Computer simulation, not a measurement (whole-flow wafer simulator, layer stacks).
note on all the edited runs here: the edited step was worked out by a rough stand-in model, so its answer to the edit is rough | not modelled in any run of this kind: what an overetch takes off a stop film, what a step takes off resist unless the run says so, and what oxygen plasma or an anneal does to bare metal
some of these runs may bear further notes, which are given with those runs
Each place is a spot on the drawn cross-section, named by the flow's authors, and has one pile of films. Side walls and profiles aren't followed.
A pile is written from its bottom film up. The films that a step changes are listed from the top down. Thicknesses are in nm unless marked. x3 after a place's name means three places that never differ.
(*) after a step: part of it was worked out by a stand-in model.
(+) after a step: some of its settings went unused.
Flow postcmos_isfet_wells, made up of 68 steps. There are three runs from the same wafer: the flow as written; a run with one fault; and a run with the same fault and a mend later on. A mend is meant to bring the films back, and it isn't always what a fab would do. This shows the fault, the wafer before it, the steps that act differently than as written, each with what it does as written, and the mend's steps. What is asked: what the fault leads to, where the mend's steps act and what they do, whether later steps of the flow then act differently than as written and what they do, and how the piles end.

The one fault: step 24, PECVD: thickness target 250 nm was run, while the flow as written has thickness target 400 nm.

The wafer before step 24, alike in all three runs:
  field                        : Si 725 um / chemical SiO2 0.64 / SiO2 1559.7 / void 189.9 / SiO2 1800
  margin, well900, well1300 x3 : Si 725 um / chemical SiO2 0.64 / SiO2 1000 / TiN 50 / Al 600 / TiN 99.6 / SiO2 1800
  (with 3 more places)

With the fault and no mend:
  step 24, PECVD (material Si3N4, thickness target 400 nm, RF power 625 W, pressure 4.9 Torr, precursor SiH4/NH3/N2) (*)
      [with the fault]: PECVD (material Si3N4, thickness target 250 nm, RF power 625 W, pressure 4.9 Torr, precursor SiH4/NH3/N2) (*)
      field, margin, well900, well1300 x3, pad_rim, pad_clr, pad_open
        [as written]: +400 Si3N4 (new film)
        [with the fault]: +250 Si3N4 (new film)
  Steps further on in the flow that do not act as written (4 more steps, not shown, differ only slightly: by at most 2% or 0.5 nm, whichever is larger):
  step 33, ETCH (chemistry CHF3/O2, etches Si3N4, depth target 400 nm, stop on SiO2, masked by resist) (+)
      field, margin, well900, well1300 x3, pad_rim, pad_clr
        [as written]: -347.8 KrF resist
        [with the fault]: -326.1 KrF resist
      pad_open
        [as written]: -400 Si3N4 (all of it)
        [with the fault]: -250 Si3N4 (all of it)
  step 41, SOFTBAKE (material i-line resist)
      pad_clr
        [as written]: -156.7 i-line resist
        [with the fault]: -141.7 i-line resist
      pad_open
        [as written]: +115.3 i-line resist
        [with the fault]: +108.7 i-line resist
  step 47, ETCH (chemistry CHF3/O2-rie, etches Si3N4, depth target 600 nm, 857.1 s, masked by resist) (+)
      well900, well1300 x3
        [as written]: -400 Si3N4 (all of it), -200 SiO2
        [with the fault]: -250 Si3N4 (all of it), -350 SiO2
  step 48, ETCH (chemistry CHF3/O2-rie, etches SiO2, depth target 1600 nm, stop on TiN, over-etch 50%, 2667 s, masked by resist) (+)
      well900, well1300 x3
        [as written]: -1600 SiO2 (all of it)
        [with the fault]: -1450 SiO2 (all of it)
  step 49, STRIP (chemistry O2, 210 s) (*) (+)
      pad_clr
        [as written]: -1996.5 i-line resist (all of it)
        [with the fault]: -2058.3 i-line resist (all of it)
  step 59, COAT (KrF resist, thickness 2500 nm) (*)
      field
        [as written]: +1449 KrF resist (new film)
        [with the fault]: +1520.7 KrF resist (new film)
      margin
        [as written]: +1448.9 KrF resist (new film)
        [with the fault]: +1520.6 KrF resist (new film)
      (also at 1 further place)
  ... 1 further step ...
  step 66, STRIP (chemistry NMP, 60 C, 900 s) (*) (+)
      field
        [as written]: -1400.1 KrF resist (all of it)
        [with the fault]: -1471.3 KrF resist (all of it)
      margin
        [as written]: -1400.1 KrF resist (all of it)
        [with the fault]: -1471.2 KrF resist (all of it)
  The piles end different from the flow's at field, margin, pad_rim, pad_clr by more than 2% or 0.5 nm, whichever is larger.
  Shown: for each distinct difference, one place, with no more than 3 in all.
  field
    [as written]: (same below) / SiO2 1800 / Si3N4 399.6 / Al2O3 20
    [with the fault]: (same below) / SiO2 1800 / Si3N4 249.6 / Al2O3 20
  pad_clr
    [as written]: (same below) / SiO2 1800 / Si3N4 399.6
    [with the fault]: (same below) / SiO2 1800 / Si3N4 249.6

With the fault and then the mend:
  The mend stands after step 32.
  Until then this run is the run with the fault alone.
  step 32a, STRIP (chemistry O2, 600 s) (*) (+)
      field, margin, well900, well1300 x3, pad_rim, pad_clr
        -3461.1 KrF resist (all of it)
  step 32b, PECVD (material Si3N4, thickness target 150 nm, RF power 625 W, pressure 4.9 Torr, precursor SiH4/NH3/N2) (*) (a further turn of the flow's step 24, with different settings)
      field, margin, well900, well1300 x3, pad_rim, pad_clr, pad_open
        +150 Si3N4
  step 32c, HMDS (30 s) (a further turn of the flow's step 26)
      leaves every film unchanged at each place that is followed
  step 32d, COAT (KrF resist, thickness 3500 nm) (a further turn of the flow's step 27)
      field, margin, well900, well1300 x3, pad_rim, pad_clr, pad_open
        +3500 KrF resist (new film)
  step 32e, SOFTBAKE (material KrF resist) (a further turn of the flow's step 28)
      leaves every film unchanged at each place that is followed
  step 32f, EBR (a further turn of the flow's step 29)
      leaves every film unchanged at each place that is followed
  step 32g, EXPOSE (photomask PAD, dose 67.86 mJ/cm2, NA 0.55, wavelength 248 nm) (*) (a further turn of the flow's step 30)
      leaves every film unchanged at each place that is followed
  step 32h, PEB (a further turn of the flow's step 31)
      field, margin, well900, well1300 x3, pad_rim, pad_clr, pad_open
        -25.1 KrF resist
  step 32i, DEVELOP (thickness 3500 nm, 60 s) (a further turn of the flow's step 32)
      field, margin, well900, well1300 x3, pad_rim, pad_clr
        -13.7 KrF resist
      pad_open
        -3474.9 KrF resist (all of it)
  Later steps of the flow that are run all act as written at every place that is followed.
  At every place that both follow, the piles at the end match the flow's.
